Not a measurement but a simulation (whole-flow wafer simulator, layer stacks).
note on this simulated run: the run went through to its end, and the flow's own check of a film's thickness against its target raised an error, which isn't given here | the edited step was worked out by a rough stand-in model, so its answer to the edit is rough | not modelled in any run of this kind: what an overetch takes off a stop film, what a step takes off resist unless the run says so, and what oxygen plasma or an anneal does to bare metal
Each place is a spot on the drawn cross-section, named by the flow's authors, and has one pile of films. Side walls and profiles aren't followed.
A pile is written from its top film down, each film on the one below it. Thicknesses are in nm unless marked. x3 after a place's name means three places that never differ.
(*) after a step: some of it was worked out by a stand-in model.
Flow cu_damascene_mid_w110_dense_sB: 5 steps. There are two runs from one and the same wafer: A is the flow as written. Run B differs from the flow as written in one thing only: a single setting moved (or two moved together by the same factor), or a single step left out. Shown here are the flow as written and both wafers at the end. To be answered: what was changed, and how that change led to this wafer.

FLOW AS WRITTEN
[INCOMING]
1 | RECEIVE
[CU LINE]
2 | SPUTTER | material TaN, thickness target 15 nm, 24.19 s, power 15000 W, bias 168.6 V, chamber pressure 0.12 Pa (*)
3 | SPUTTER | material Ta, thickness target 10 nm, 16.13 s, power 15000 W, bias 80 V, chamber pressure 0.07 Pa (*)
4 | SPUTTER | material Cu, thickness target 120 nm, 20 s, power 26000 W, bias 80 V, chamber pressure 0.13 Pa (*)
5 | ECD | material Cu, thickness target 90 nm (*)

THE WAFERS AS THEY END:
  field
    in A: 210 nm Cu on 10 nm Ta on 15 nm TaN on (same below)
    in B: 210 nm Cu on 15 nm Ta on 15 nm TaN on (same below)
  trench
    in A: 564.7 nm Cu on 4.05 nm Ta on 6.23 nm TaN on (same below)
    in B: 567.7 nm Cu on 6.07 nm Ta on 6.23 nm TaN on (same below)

What caused this: step 3, SPUTTER: thickness target 15 nm was run, though the flow has thickness target 10 nm; step 3, SPUTTER: 24.2 s was run, where the flow has 16.13 s.
The wafer lets one read it off: field has Ta 15, and step 3 as written asks for 10 nm.

Step by step, how the change led to this:
  3 | SPUTTER | material Ta, thickness target 10 nm, 16.13 s, power 15000 W, bias 80 V, chamber pressure 0.07 Pa (*)
      field: A +10 Ta (new film) | B +15 Ta (new film)
      trench: A +4.05 Ta (new film) | B +6.07 Ta (new film)
